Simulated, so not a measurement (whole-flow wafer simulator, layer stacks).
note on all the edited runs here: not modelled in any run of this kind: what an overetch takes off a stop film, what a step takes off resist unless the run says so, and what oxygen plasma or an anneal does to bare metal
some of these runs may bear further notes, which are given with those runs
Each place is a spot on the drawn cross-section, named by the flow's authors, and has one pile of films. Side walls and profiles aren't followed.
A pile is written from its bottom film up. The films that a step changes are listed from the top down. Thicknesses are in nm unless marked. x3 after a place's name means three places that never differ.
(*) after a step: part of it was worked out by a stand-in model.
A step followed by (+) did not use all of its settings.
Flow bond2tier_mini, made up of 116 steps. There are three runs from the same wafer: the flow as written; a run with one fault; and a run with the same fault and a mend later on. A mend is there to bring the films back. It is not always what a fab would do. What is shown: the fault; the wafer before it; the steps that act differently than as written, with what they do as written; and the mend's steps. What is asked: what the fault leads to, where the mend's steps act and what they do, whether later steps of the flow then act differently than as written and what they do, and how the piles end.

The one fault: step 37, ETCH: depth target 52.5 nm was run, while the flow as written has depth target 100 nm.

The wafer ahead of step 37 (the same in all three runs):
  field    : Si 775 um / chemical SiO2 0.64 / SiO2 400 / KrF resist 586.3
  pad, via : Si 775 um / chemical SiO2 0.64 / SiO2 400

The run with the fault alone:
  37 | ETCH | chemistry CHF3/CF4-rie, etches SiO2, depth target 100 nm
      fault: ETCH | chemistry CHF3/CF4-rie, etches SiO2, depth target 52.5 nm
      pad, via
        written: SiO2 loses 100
        fault: SiO2 loses 52.5
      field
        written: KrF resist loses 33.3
        fault: KrF resist loses 17.5
  Steps further on in the flow that do not act as written (1 other step is not shown; it differs only slightly, by no more than 2% or 0.5 nm, whichever is larger):
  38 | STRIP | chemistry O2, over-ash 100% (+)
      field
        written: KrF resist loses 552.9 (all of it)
        fault: KrF resist loses 568.8 (all of it)
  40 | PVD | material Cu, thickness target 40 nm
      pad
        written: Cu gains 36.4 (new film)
        fault: Cu gains 38.1 (new film)
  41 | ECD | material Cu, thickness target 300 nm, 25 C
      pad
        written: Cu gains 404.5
        fault: Cu gains 354.9
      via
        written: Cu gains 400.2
        fault: Cu gains 352.5
  By the end, the piles at pad depart from the flow's by more than 2% or 0.5 nm, whichever is larger.
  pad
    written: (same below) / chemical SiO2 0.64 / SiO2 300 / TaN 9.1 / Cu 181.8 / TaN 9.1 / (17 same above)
    fault: (same below) / chemical SiO2 0.64 / SiO2 347.5 / TaN 9.53 / Cu 133.9 / TaN 9.1 / (17 same above)

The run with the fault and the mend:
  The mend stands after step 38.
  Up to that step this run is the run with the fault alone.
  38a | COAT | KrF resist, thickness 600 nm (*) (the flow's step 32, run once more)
      field
        KrF resist gains 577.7 (new film)
      pad
        KrF resist gains 623.2 (new film)
      via
        KrF resist gains 620.4 (new film)
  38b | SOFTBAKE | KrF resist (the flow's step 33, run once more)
      does not change any film at any place that is followed
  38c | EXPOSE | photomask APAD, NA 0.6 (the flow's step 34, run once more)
      does not change any film at any place that is followed
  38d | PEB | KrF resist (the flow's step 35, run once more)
      does not change any film at any place that is followed
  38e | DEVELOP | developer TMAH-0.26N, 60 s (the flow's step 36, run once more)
      field
        KrF resist loses 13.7
      pad
        KrF resist loses 623.2 (all of it)
      via
        KrF resist loses 620.4 (all of it)
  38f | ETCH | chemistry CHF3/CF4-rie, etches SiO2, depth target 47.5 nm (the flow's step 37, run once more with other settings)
      pad, via
        SiO2 loses 47.5
      field
        KrF resist loses 15.8
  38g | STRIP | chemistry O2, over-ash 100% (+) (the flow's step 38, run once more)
      field
        KrF resist loses 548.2 (all of it)
  Every later step of the flow that is run acts as written at every place that is followed.
  The piles end the same as the flow's at every place that both follow.
